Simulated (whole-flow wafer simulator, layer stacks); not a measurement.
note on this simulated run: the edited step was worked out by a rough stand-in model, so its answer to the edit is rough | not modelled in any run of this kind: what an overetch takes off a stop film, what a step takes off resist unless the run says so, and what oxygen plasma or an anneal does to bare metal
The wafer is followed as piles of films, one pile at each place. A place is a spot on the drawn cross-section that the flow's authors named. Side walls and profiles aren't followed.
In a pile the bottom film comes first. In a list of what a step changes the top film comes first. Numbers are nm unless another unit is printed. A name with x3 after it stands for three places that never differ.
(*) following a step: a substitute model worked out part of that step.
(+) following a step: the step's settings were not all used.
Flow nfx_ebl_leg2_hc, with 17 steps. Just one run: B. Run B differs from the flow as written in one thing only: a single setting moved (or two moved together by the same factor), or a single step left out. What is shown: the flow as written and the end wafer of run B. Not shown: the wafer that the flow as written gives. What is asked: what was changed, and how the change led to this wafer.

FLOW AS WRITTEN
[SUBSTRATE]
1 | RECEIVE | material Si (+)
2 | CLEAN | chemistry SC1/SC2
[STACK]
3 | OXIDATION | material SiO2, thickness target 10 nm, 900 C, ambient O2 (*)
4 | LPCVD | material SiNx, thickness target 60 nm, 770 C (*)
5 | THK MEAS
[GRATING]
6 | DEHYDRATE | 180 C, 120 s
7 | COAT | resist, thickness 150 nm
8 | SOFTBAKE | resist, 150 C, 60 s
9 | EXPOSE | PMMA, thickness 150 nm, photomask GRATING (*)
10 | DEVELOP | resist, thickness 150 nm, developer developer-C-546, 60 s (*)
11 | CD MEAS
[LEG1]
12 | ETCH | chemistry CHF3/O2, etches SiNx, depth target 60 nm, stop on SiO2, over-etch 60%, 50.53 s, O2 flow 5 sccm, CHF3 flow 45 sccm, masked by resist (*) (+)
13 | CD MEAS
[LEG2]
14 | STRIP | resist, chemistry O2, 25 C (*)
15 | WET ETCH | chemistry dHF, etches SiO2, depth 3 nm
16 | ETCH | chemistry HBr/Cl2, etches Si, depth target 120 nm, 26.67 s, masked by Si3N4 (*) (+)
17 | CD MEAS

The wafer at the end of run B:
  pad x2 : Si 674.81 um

The reason: step 16, ETCH: depth target 189 nm was run, whereas the flow has depth target 120 nm.

How this came from the change, step by step:
  16 | ETCH | chemistry HBr/Cl2, etches Si, depth target 120 nm, 26.67 s, masked by Si3N4 (*) (+)
      pad x2: -189 Si (it would be, as written: -120 Si)
